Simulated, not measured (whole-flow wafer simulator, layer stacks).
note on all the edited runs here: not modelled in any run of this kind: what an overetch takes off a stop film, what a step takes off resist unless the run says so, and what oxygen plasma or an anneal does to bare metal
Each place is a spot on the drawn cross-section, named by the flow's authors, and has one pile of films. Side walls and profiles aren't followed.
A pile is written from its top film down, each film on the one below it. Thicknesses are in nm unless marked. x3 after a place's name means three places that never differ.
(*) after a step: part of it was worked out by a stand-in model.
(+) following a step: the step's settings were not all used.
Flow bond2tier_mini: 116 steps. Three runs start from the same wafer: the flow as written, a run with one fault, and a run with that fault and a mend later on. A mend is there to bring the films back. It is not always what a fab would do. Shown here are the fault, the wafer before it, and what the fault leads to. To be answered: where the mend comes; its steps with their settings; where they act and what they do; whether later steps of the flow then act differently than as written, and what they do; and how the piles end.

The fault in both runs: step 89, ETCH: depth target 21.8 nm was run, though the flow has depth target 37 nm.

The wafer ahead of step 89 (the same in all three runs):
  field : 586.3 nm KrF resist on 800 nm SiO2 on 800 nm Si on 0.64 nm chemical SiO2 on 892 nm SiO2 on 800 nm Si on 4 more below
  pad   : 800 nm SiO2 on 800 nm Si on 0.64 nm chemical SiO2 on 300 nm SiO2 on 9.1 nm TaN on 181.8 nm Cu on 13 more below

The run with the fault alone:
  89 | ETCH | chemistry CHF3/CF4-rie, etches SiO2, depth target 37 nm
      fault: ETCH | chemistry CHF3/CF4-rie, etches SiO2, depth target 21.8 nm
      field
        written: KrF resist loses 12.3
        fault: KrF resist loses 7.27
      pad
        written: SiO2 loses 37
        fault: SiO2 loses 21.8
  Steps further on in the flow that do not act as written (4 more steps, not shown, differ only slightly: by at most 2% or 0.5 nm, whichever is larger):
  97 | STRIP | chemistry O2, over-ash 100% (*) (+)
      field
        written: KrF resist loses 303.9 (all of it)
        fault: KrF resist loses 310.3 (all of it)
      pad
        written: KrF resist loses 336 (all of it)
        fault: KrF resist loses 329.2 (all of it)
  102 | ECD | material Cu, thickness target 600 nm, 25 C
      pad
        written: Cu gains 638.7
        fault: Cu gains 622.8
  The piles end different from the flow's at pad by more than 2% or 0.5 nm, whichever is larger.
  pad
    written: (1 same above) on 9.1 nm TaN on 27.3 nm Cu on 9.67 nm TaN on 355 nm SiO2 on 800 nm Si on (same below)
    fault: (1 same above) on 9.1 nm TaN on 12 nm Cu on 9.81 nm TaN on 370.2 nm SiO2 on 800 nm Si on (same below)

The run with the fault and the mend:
  After step 89 comes the mend.
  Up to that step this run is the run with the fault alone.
  89a | ETCH | chemistry CHF3/CF4-rie, etches SiO2, depth target 15.2 nm (the flow's step 89 again, with other settings)
      field
        KrF resist loses 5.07
      pad
        SiO2 loses 15.2
  None of the later steps of the flow acts differently than as written at any place that is followed.
  By the end, the piles equal the flow's at every place that both follow.
